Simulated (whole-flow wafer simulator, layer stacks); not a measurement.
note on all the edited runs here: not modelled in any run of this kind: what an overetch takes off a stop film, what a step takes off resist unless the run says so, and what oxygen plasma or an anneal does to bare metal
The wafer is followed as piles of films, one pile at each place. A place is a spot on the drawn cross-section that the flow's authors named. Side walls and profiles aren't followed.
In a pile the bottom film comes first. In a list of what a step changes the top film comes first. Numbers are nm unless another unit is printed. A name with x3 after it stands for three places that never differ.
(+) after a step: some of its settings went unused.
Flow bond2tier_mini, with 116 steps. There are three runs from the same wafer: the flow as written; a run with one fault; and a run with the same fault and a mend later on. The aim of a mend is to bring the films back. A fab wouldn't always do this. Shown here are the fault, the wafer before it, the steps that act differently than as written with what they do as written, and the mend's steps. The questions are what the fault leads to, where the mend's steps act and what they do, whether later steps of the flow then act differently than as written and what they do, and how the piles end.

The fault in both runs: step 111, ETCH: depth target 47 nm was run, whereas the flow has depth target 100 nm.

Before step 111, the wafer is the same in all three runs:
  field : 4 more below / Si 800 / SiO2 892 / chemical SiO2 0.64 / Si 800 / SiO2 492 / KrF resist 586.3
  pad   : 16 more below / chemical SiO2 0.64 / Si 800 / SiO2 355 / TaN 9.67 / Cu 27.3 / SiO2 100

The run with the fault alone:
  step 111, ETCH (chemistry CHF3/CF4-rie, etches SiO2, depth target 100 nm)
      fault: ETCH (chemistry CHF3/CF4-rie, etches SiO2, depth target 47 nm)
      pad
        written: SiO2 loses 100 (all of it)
        fault: SiO2 loses 47
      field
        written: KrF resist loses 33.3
        fault: KrF resist loses 15.7
  Later steps of the flow acting differently than as written (not shown: 1 more step that differs only slightly, by at most 2% or 0.5 nm, whichever is larger):
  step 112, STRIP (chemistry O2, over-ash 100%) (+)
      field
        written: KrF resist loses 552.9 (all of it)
        fault: KrF resist loses 570.6 (all of it)
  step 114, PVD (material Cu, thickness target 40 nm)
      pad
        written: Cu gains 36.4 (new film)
        fault: Cu gains 38.3 (new film)
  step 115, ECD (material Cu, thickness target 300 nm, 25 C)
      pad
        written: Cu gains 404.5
        fault: Cu gains 349.1
  The piles end different from the flow's at pad by more than 2% or 0.5 nm, whichever is larger.
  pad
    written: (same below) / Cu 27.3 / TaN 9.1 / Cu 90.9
    fault: (same below) / Cu 27.3 / SiO2 53 / TaN 9.58 / Cu 37.4

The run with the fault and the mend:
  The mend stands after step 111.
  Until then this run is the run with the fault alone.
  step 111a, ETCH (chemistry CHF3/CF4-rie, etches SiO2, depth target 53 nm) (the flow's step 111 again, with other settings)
      field
        KrF resist loses 17.7
      pad
        SiO2 loses 53 (all of it)
  Later steps of the flow that are run all act as written at every place that is followed.
  The piles end the same as the flow's at every place that both follow.
